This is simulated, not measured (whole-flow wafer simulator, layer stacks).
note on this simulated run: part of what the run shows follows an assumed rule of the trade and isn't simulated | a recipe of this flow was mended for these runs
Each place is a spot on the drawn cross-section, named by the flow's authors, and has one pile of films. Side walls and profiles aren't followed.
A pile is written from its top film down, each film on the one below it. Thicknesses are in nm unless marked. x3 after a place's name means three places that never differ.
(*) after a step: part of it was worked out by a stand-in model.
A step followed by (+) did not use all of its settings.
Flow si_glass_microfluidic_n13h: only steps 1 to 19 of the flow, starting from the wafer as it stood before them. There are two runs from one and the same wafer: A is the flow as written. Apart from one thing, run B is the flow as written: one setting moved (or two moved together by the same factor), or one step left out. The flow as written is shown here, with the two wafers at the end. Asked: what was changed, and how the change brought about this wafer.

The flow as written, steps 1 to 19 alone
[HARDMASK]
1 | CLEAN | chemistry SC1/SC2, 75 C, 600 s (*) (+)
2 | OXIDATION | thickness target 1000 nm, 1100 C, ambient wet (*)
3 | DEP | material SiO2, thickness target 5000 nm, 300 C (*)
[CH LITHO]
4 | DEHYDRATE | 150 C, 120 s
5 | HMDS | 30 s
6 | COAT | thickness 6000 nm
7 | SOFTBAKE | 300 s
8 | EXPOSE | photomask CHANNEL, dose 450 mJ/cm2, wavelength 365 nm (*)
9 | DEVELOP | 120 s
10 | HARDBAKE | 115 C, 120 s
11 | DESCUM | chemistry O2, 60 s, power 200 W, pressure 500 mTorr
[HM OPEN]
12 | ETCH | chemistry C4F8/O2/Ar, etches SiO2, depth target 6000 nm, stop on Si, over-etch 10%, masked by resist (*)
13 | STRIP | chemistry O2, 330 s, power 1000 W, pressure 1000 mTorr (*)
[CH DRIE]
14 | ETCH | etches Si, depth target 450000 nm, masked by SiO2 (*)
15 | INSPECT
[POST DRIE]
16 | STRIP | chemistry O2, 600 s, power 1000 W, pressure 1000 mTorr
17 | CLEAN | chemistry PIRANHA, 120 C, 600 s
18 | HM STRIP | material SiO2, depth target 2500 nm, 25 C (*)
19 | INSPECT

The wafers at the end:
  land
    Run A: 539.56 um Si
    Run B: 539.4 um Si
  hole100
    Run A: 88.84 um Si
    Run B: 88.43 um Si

What caused this: step 2, OXIDATION: thickness target 1360 nm was run, while the flow as written has thickness target 1000 nm; step 12, ETCH: depth target 8160 nm was run, where the flow has depth target 6000 nm.

The path from the change to this, step by step:
  2 | OXIDATION | thickness target 1000 nm, 1100 C, ambient wet (*)
      land, hole100: A +1000 SiO2 (new film), -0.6 chemical SiO2 (all of it), -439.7 Si | B +1360 SiO2 (new film), -0.6 chemical SiO2 (all of it), -598.1 Si
  12 | ETCH | chemistry C4F8/O2/Ar, etches SiO2, depth target 6000 nm, stop on Si, over-etch 10%, masked by resist (*)
      land: A -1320 thick-i-line-resist | B -1795.2 thick-i-line-resist
      hole100: A -6000 SiO2 (all of it), -75 Si | B -6360 SiO2 (all of it), -327 Si
  13 | STRIP | chemistry O2, 330 s, power 1000 W, pressure 1000 mTorr (*)
      land: A -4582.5 thick-i-line-resist (all of it) | B -4107.3 thick-i-line-resist (all of it)
  18 | HM STRIP | material SiO2, depth target 2500 nm, 25 C (*)
      land: A -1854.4 SiO2 (all of it) | B -2212.7 SiO2 (all of it)
